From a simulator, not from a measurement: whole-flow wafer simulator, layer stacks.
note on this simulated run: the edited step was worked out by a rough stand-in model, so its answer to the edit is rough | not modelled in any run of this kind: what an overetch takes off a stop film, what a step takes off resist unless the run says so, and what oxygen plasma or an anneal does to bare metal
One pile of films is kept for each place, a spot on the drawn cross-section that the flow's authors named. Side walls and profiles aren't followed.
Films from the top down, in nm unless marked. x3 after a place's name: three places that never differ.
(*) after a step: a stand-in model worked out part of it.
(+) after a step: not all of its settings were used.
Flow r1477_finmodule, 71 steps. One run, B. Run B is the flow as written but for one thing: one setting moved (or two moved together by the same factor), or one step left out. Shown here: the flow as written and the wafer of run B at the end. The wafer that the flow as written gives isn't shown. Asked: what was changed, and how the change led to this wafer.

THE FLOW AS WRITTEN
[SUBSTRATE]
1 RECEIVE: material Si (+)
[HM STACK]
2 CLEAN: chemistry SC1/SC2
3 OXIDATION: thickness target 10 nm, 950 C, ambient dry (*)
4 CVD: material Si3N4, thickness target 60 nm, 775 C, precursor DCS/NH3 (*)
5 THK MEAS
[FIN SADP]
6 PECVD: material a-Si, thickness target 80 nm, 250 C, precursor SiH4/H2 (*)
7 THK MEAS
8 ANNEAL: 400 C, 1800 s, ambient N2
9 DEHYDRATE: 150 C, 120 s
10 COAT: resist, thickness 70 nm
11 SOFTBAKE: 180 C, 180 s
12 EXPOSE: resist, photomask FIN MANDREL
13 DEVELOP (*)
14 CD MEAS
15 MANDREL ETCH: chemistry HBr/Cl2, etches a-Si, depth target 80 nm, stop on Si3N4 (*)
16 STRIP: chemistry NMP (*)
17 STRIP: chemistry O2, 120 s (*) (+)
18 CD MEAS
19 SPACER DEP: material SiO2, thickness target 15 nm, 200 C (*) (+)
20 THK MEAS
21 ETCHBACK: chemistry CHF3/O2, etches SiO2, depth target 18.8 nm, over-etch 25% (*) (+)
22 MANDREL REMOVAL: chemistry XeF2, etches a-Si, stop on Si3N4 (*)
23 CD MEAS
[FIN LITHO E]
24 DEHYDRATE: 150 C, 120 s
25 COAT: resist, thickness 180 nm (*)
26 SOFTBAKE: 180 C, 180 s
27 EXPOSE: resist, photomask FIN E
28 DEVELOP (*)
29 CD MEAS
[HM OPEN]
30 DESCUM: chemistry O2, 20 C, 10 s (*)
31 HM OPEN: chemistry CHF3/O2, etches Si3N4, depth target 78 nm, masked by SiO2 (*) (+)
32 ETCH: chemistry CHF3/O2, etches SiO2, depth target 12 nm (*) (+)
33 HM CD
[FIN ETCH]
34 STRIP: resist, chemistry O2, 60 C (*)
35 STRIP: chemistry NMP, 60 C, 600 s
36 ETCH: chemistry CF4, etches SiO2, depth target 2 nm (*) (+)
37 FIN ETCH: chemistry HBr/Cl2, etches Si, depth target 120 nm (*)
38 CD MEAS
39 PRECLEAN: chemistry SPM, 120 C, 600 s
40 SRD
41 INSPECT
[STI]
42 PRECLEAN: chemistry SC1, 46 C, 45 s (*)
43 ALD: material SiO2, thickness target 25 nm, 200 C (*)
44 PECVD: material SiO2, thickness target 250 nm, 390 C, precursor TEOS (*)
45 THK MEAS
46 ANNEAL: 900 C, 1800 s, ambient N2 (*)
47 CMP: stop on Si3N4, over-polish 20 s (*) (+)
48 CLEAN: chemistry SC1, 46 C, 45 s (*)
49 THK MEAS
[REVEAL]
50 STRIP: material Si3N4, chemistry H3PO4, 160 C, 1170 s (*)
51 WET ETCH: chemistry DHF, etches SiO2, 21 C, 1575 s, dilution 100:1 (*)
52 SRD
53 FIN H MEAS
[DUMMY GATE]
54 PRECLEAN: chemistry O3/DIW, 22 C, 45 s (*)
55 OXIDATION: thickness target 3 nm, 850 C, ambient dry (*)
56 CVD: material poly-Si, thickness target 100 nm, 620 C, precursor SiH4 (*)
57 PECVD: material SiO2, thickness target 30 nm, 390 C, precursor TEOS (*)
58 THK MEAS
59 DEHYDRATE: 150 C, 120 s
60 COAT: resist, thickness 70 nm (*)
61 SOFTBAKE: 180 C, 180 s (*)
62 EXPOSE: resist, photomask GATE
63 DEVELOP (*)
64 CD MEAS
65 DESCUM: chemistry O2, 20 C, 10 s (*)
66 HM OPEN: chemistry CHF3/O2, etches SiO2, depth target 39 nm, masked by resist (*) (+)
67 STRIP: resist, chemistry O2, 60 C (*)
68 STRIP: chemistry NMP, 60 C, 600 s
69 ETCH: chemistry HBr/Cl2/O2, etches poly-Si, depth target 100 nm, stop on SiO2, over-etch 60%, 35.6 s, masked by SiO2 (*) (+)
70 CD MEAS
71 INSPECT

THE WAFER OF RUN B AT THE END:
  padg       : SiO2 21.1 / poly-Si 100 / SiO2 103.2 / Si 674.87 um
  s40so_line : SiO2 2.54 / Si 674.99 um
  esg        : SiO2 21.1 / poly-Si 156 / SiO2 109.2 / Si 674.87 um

The cause: step 57, PECVD: thickness target 26.4 nm was run, where the flow has thickness target 30 nm.

How the change led to this, step by step:
  57 PECVD: material SiO2, thickness target 30 nm, 390 C, precursor TEOS (*)
      pad, padg, elg and 33 more: SiO2 +26.4 (new film) (as written it would be: SiO2 +30 (new film))
  66 HM OPEN: chemistry CHF3/O2, etches SiO2, depth target 39 nm, masked by resist (*) (+)
      pad, elo, eso and 15 more: SiO2 -26.4 (all of it), poly-Si -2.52 (as written it would be: SiO2 -30 (all of it), poly-Si -1.8)
